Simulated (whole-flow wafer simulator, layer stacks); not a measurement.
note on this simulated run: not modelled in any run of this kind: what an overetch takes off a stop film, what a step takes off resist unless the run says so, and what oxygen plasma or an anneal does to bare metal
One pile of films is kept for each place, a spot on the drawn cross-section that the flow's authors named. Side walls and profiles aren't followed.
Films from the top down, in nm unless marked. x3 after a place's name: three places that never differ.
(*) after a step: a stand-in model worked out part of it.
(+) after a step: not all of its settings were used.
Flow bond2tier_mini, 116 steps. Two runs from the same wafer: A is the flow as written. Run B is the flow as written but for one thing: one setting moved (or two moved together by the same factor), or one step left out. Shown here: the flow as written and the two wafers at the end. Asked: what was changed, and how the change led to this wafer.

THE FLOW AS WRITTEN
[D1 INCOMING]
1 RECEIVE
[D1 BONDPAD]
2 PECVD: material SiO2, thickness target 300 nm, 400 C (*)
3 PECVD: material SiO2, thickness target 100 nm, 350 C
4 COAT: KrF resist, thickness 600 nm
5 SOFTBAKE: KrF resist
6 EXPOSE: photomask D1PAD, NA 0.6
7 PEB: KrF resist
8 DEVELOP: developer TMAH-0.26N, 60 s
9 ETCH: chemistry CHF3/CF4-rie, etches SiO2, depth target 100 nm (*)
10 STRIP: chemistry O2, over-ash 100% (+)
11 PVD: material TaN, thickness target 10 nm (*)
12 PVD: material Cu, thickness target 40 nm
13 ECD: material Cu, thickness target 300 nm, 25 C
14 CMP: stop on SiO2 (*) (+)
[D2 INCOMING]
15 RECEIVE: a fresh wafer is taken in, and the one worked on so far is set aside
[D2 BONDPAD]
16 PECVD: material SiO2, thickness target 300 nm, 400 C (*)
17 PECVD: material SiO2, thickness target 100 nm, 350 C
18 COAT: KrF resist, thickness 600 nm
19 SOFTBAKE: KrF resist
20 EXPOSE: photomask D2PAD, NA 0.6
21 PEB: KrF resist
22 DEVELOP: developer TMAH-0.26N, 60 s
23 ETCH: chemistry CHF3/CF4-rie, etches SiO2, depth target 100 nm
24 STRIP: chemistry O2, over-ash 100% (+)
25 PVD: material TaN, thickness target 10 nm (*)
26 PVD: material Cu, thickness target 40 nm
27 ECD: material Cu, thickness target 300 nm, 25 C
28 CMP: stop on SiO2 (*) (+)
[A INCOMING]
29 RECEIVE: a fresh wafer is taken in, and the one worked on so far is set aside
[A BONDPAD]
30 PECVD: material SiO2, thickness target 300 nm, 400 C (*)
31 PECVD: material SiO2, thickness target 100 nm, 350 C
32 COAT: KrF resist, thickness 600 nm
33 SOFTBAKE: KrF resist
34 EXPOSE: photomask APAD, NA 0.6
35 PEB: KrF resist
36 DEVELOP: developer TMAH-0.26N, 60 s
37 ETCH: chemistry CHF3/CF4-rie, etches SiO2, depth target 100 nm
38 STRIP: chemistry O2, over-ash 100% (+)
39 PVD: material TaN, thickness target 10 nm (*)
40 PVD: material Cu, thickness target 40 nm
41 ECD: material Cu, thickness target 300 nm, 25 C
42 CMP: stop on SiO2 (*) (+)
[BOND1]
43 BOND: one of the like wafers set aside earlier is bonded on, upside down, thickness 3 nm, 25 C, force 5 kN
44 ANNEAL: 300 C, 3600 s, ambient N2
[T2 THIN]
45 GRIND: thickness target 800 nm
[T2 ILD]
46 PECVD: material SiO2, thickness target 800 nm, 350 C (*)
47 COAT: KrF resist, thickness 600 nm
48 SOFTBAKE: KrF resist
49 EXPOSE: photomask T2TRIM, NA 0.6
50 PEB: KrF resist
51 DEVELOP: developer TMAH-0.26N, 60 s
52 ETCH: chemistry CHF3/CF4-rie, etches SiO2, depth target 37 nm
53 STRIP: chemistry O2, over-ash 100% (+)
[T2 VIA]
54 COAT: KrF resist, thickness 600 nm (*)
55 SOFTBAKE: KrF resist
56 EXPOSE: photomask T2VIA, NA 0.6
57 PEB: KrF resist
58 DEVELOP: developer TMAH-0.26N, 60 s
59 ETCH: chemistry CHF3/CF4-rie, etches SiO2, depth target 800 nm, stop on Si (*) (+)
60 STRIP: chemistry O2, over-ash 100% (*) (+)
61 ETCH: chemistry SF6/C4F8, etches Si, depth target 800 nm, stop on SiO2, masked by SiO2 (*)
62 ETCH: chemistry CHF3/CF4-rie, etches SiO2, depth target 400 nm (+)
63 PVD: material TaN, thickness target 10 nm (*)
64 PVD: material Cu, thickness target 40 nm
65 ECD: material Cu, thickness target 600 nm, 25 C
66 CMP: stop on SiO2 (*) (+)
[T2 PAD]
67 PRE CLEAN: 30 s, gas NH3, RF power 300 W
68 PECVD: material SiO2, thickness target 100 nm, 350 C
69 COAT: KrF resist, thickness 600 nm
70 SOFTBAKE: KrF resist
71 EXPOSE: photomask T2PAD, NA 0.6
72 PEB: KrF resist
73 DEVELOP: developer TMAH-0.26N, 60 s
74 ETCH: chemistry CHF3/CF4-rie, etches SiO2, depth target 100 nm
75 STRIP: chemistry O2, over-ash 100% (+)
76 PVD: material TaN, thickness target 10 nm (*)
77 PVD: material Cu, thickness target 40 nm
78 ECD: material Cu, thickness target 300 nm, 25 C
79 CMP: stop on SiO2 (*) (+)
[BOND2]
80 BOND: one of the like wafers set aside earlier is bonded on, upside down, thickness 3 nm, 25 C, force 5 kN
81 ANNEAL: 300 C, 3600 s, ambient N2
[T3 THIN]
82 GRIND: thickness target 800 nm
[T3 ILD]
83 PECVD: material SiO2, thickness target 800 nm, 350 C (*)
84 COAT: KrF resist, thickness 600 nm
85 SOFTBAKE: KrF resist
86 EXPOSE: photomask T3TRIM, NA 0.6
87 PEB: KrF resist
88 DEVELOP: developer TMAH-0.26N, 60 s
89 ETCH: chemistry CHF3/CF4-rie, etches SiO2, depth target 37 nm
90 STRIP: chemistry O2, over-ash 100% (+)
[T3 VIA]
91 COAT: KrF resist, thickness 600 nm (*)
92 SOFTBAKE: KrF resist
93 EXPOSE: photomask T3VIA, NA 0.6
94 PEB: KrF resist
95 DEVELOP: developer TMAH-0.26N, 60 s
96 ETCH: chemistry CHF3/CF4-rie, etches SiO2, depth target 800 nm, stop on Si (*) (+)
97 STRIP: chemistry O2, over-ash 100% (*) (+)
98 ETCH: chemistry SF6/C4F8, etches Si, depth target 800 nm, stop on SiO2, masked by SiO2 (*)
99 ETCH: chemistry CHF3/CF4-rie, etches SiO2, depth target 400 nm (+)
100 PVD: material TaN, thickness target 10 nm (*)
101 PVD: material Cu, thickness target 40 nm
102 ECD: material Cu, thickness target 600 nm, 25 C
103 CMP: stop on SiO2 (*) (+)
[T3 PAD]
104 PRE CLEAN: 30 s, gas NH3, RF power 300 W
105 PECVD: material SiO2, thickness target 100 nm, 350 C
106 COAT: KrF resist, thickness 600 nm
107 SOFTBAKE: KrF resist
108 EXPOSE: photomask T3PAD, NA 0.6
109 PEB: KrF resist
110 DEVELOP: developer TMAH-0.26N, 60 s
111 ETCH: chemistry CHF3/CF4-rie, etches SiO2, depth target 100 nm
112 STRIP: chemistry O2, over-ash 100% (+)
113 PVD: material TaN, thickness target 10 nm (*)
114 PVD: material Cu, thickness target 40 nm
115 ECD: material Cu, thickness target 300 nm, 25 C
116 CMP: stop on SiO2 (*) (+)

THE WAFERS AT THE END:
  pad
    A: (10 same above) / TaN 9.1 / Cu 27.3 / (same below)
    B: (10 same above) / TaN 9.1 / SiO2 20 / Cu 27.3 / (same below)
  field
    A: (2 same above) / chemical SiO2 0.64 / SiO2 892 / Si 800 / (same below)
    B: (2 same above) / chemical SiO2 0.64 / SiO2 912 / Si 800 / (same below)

The cause: step 68, PECVD: thickness target 120 nm was run, where the flow has thickness target 100 nm.

How the change led to this, step by step:
  68 PECVD: material SiO2, thickness target 100 nm, 350 C
      field: A SiO2 +100 | B SiO2 +120
      pad: A SiO2 +100 (new film) | B SiO2 +120 (new film)
  74 ETCH: chemistry CHF3/CF4-rie, etches SiO2, depth target 100 nm
      pad: A SiO2 -100 (all of it) | B SiO2 -100
Counting metal films that touch as one body, pad has 4 bodies (between them, from the top down: SiO2 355 / Si 800 / chemical SiO2 0.64 / SiO2 300; SiO2 20; SiO2 355 / Si 800 / chemical SiO2 0.64 / SiO2 300); the flow as written gives 3 bodies (between them, from the top down: SiO2 355 / Si 800 / chemical SiO2 0.64 / SiO2 300; SiO2 355 / Si 800 / chemical SiO2 0.64 / SiO2 300).
